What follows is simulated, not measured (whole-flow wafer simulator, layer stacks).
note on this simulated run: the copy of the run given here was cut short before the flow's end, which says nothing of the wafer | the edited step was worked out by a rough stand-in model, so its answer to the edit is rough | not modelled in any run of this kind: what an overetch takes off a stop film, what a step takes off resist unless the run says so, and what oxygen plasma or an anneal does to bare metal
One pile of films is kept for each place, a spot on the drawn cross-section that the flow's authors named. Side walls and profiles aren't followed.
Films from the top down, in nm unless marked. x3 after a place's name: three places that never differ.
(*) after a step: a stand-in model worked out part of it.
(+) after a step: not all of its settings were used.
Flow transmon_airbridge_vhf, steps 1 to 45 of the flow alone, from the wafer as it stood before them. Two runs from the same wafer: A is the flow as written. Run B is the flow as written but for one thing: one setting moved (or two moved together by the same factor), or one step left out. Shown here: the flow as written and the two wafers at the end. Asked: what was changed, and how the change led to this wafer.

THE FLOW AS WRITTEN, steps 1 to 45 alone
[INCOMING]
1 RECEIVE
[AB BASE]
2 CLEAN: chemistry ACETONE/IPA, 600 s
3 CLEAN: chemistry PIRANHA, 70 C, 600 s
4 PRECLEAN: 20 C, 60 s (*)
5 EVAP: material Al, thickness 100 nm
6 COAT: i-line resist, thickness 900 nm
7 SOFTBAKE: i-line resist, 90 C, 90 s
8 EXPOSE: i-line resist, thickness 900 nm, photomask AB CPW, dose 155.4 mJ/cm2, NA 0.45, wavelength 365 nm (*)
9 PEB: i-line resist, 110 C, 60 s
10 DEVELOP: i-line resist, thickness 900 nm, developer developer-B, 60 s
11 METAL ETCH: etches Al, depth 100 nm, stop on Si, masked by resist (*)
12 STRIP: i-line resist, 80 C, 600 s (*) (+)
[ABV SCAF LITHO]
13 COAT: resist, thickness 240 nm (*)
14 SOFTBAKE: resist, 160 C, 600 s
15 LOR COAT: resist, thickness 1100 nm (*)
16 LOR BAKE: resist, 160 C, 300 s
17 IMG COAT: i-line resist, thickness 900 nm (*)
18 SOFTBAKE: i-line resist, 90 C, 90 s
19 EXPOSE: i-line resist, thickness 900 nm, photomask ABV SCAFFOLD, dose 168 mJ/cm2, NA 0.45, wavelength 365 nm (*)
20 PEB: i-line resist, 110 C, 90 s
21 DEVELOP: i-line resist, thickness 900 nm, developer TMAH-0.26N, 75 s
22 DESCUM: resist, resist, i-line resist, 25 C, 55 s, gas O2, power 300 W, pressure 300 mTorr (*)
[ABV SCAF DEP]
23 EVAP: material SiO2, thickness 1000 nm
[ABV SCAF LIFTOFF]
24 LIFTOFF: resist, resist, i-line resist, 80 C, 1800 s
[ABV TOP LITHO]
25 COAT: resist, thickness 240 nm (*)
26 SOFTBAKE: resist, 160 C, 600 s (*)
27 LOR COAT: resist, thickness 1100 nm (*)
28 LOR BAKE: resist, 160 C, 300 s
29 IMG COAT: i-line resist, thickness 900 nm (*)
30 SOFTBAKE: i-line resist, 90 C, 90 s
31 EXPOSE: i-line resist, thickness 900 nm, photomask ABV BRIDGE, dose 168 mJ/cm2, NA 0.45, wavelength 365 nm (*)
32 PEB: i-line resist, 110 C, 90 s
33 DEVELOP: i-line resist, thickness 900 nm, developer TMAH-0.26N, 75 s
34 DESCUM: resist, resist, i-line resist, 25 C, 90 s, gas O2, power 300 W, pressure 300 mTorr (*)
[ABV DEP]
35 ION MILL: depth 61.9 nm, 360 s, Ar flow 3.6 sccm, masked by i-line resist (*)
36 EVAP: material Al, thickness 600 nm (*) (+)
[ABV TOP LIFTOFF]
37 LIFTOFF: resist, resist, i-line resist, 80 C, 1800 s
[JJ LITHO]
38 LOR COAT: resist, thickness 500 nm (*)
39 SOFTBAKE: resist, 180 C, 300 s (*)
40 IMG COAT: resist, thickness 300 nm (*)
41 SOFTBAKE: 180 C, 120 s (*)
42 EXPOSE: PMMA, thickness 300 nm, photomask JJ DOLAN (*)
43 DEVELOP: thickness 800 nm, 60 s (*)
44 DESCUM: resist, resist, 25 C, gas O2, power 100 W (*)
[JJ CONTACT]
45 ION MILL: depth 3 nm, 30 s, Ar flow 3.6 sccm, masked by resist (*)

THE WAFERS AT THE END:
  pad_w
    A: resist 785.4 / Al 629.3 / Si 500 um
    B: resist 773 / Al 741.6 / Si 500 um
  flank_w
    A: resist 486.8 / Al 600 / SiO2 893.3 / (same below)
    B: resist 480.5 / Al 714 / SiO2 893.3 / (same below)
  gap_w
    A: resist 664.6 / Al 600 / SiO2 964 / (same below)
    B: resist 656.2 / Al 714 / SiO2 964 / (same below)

The cause: step 36, EVAP: thickness 714 nm was run, where the flow has thickness 600 nm.
It can be read off the wafer: flank_w has Al 714, and step 36 as written asks for 600 nm.

How the change led to this, step by step:
  36 EVAP: material Al, thickness 600 nm (*) (+)
      field x3, jj_line, ground_far and 10 more: A Al +600 (new film) | B Al +714 (new film)
      pad_w, pad_e: A Al +591.2 | B Al +703.6
  37 LIFTOFF: resist, resist, i-line resist, 80 C, 1800 s
      field x3, jj_line, trace_open_s x2: A Al -600 (all of it), i-line resist -600 (all of it), resist -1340 (all of it) | B Al -714 (all of it), i-line resist -600 (all of it), resist -1340 (all of it)
      margin_s, margin_n: A Al -600 (all of it), i-line resist -318.3 (all of it), resist -992 (all of it) | B Al -714 (all of it), i-line resist -318.3 (all of it), resist -992 (all of it)
      (and at 1 more place)
  38 LOR COAT: resist, thickness 500 nm (*)
      bridge_strip: A resist +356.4 (new film) | B resist +345.8 (new film)
  40 IMG COAT: resist, thickness 300 nm (*)
      bridge_strip: A resist +197.1 | B resist +190.3
